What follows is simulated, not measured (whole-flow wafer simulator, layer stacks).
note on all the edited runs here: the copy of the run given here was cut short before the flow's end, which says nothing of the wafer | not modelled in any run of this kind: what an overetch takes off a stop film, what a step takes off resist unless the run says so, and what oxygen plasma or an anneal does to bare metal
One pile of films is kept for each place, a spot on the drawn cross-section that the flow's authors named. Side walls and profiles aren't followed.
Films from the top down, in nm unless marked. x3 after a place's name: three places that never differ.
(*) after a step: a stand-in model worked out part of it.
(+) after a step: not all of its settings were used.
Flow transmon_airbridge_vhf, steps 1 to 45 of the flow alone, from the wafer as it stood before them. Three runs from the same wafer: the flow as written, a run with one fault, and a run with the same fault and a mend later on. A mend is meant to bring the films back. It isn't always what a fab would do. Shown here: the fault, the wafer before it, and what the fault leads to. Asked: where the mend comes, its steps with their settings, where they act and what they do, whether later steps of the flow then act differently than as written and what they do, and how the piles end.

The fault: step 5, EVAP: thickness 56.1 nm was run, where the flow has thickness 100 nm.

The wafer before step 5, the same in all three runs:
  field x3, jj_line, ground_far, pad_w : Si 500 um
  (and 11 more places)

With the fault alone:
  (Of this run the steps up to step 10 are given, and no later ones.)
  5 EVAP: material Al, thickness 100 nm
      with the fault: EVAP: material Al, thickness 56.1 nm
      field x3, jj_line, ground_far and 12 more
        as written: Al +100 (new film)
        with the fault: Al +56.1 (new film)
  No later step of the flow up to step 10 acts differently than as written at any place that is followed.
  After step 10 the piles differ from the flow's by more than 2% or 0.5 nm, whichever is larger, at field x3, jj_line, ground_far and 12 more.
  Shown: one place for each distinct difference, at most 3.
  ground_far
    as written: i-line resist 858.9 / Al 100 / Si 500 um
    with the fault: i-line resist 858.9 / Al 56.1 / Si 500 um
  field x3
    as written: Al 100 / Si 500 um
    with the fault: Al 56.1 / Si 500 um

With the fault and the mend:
  The mend comes after step 10.
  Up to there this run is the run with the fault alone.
  10a STRIP: i-line resist, 80 C, 600 s (+)
      ground_far, pad_w, flank_w and 8 more
        i-line resist -858.9 (all of it)
  10b EVAP: material Al, thickness 43.9 nm (the flow's step 5 once more, with other settings)
      field x3, jj_line, ground_far and 12 more
        Al +43.9
  10c COAT: i-line resist, thickness 900 nm (the flow's step 6 once more)
      field x3, jj_line, ground_far and 12 more
        i-line resist +900 (new film)
  10d SOFTBAKE: i-line resist, 90 C, 90 s (the flow's step 7 once more)
      changes no film at any place that is followed
  10e EXPOSE: i-line resist, thickness 900 nm, photomask AB CPW, dose 155.4 mJ/cm2, NA 0.45, wavelength 365 nm (*) (the flow's step 8 once more)
      changes no film at any place that is followed
  10f PEB: i-line resist, 110 C, 60 s (the flow's step 9 once more)
      field x3, jj_line, ground_far and 12 more
        i-line resist -41
  10g DEVELOP: i-line resist, thickness 900 nm, developer developer-B, 60 s (the flow's step 10 once more)
      ground_far, pad_w, flank_w and 8 more
        i-line resist -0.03
      field x3, jj_line, gap_w, gap_e
        i-line resist -859 (all of it)
  No later step of the flow acts differently than as written at any place that is followed.
  At the end the piles are the same as the flow's at every place that both follow.
